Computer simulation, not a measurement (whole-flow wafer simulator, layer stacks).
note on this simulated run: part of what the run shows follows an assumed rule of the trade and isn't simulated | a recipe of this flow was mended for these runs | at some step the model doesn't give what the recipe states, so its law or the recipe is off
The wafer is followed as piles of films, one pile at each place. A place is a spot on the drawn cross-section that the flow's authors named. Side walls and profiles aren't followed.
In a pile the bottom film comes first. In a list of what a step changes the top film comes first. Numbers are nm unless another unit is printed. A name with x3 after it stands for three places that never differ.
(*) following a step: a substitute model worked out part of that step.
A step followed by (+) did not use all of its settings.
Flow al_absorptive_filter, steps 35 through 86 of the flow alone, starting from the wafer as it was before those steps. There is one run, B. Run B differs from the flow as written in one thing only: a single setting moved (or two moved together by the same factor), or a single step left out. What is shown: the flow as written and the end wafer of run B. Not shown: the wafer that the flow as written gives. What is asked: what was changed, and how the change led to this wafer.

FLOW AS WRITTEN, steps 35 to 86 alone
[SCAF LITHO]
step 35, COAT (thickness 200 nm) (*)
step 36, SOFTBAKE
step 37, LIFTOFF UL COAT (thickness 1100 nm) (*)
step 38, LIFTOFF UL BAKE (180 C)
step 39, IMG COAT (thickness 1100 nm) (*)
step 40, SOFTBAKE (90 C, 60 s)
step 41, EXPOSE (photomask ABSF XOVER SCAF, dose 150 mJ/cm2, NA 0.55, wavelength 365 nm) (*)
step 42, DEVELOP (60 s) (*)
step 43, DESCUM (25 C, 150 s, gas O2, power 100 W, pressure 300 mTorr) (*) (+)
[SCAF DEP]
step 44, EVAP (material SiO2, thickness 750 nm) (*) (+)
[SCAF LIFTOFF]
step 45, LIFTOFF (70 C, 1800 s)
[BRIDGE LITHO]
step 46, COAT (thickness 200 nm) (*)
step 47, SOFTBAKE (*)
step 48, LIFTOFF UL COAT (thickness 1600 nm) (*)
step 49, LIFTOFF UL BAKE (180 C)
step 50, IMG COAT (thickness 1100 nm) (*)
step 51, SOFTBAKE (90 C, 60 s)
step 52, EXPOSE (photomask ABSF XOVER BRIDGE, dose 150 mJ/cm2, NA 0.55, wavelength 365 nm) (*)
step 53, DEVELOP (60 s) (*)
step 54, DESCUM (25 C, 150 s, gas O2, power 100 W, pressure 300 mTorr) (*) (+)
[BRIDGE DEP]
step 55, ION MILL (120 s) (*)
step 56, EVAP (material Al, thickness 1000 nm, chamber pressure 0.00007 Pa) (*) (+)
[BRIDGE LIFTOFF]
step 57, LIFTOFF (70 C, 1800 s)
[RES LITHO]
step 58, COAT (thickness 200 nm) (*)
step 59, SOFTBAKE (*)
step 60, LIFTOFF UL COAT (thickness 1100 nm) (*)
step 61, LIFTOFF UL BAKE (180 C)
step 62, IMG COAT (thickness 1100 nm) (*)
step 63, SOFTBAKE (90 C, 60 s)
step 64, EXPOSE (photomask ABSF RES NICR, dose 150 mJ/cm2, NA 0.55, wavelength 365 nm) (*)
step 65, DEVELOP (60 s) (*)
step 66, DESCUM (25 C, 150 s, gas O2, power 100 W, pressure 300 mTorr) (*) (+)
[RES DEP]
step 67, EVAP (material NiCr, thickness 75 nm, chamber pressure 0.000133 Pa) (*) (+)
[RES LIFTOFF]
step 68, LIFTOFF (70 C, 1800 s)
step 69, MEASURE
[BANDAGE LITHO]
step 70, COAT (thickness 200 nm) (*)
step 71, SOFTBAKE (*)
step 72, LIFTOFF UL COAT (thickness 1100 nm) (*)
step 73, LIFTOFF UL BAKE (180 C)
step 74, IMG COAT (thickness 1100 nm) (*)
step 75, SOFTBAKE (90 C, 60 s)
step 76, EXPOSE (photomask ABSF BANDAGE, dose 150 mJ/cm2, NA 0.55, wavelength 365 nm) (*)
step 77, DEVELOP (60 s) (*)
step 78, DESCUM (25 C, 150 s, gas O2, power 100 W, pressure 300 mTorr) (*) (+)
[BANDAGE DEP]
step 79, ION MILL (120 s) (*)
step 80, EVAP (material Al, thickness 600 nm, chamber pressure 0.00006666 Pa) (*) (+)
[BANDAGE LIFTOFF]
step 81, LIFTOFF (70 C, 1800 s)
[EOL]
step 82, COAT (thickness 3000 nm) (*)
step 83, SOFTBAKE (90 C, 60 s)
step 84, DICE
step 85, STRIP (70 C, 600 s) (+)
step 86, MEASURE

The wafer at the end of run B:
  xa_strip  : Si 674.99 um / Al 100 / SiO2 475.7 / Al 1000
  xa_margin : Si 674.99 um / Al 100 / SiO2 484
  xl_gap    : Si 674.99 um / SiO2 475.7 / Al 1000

The reason: step 44, EVAP: thickness 500 nm was run, while the flow as written has thickness 750 nm.

Step by step, how the change led to this:
  step 44, EVAP (material SiO2, thickness 750 nm) (*) (+)
      gnd, pad_far, pad_near and 10 more: SiO2 gains 500 (new film) (in the flow as written it would be: SiO2 gains 750 (new film))
      xa_margin: SiO2 gains 484 (new film) (in the flow as written it would be: SiO2 gains 726 (new film))
  step 45, LIFTOFF (70 C, 1800 s)
      gnd, xa_field, xl_land, idc_field: SiO2 loses 500 (all of it), i-line-resist loses 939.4 (all of it), lift-off-underlayer loses 1100 (all of it), acrylic-e-beam-resist loses 200 (all of it) (in the flow as written it would be: SiO2 loses 750 (all of it), i-line-resist loses 939.4 (all of it), lift-off-underlayer loses 1100 (all of it), acrylic-e-beam-resist loses 200 (all of it))
      pad_far: SiO2 loses 500 (all of it), i-line-resist loses 937 (all of it), lift-off-underlayer loses 1092.7 (all of it), acrylic-e-beam-resist loses 198.5 (all of it) (in the flow as written it would be: SiO2 loses 750 (all of it), i-line-resist loses 937 (all of it), lift-off-underlayer loses 1092.7 (all of it), acrylic-e-beam-resist loses 198.5 (all of it))
      (and at 5 other places as well)
  step 46, COAT (thickness 200 nm) (*)
      xa_margin: acrylic-e-beam-resist gains 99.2 (new film) (in the flow as written it would be: acrylic-e-beam-resist gains 87.1 (new film))
      xa_strip: acrylic-e-beam-resist gains 175 (new film) (in the flow as written it would be: acrylic-e-beam-resist gains 156.7 (new film))
      (and at 2 other places as well)
  step 48, LIFTOFF UL COAT (thickness 1600 nm) (*)
      xa_margin: lift-off-underlayer gains 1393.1 (new film) (in the flow as written it would be: lift-off-underlayer gains 1268 (new film))
      xa_strip: lift-off-underlayer gains 1329.3 (new film) (in the flow as written it would be: lift-off-underlayer gains 1219 (new film))
      (and at 3 other places as well)
  step 50, IMG COAT (thickness 1100 nm) (*)
      xa_margin: i-line-resist gains 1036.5 (new film) (in the flow as written it would be: i-line-resist gains 995.2 (new film))
      xa_strip: i-line-resist gains 1015.4 (new film) (in the flow as written it would be: i-line-resist gains 962 (new film))
      (and at 2 other places as well)
  step 51, SOFTBAKE (90 C, 60 s)
      xa_strip: i-line-resist loses 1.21 (in the flow as written it would be: i-line-resist loses 1.93)
      xl_turn: i-line-resist loses 1.11 (in the flow as written it would be: i-line-resist loses 1.83)
  step 53, DEVELOP (60 s) (*)
      xa_strip: i-line-resist loses 1014.2 (all of it), lift-off-underlayer loses 1329.3 (all of it) (in the flow as written it would be: i-line-resist loses 960.1 (all of it), lift-off-underlayer loses 1219 (all of it))
      xl_land: i-line-resist loses 1110.2 (all of it), lift-off-underlayer loses 1666 (all of it) (in the flow as written it would be: i-line-resist loses 1117.3 (all of it), lift-off-underlayer loses 1706.9 (all of it))
      (and at 2 other places as well)
  step 54, DESCUM (25 C, 150 s, gas O2, power 100 W, pressure 300 mTorr) (*) (+)
      xa_strip: acrylic-e-beam-resist loses 175 (all of it) (in the flow as written it would be: acrylic-e-beam-resist loses 156.7 (all of it))
      xl_gap: acrylic-e-beam-resist loses 124.2 (all of it) (in the flow as written it would be: acrylic-e-beam-resist loses 97.9 (all of it))
      (and at 1 other place as well)
  step 57, LIFTOFF (70 C, 1800 s)
      xa_margin: Al loses 1000 (all of it), i-line-resist loses 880 (all of it), lift-off-underlayer loses 1393.1 (all of it), acrylic-e-beam-resist loses 99.2 (all of it) (in the flow as written it would be: Al loses 1000 (all of it), i-line-resist loses 836.1 (all of it), lift-off-underlayer loses 1268 (all of it), acrylic-e-beam-resist loses 87.1 (all of it))
  step 58, COAT (thickness 200 nm) (*)
      xa_margin: acrylic-e-beam-resist gains 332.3 (new film) (in the flow as written it would be: acrylic-e-beam-resist gains 288.1 (new film))
      xa_strip: acrylic-e-beam-resist gains 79 (new film) (in the flow as written it would be: acrylic-e-beam-resist gains 66.9 (new film))
      (and at 2 other places as well)
  step 60, LIFTOFF UL COAT (thickness 1100 nm) (*)
      xa_margin: lift-off-underlayer gains 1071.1 (new film) (in the flow as written it would be: lift-off-underlayer gains 1021 (new film))
      xa_strip: lift-off-underlayer gains 514.2 (new film) (in the flow as written it would be: lift-off-underlayer gains 459.8 (new film))
      (and at 2 other places as well)
  step 62, IMG COAT (thickness 1100 nm) (*)
      xa_margin: i-line-resist gains 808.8 (new film) (in the flow as written it would be: i-line-resist gains 741.1 (new film))
      xa_strip: i-line-resist gains 669.5 (new film) (in the flow as written it would be: i-line-resist gains 577.9 (new film))
      (and at 2 other places as well)
  step 63, SOFTBAKE (90 C, 60 s)
      xa_margin: i-line-resist loses 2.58 (in the flow as written it would be: i-line-resist loses 3.13)
      xl_gap: i-line-resist loses 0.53 (in the flow as written it would be: i-line-resist loses 1.04)
      (and at 1 other place as well)
  step 68, LIFTOFF (70 C, 1800 s)
      xa_margin: NiCr loses 75 (all of it), i-line-resist loses 666.3 (all of it), lift-off-underlayer loses 1071.1 (all of it), acrylic-e-beam-resist loses 332.3 (all of it) (in the flow as written it would be: NiCr loses 75 (all of it), i-line-resist loses 598.1 (all of it), lift-off-underlayer loses 1021 (all of it), acrylic-e-beam-resist loses 288.1 (all of it))
      xa_strip: NiCr loses 75 (all of it), i-line-resist loses 524.9 (all of it), lift-off-underlayer loses 514.2 (all of it), acrylic-e-beam-resist loses 79 (all of it) (in the flow as written it would be: NiCr loses 75 (all of it), i-line-resist loses 433.3 (all of it), lift-off-underlayer loses 459.8 (all of it), acrylic-e-beam-resist loses 66.9 (all of it))
      (and at 2 other places as well)
  step 70, COAT (thickness 200 nm) (*)
      xa_margin: acrylic-e-beam-resist gains 332.3 (new film) (in the flow as written it would be: acrylic-e-beam-resist gains 288.1 (new film))
      xa_strip: acrylic-e-beam-resist gains 79 (new film) (in the flow as written it would be: acrylic-e-beam-resist gains 66.9 (new film))
      (and at 2 other places as well)
  step 72, LIFTOFF UL COAT (thickness 1100 nm) (*)
      xa_margin: lift-off-underlayer gains 1071.1 (new film) (in the flow as written it would be: lift-off-underlayer gains 1021 (new film))
      xa_strip: lift-off-underlayer gains 514.2 (new film) (in the flow as written it would be: lift-off-underlayer gains 459.8 (new film))
      (and at 2 other places as well)
  ... 5 further steps ...
  step 85, STRIP (70 C, 600 s) (+)
      xa_margin: i-line-resist loses 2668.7 (all of it) (in the flow as written it would be: i-line-resist loses 2469.3 (all of it))
      xa_strip: i-line-resist loses 1681.9 (all of it) (in the flow as written it would be: i-line-resist loses 1477 (all of it))
      (and at 2 other places as well)
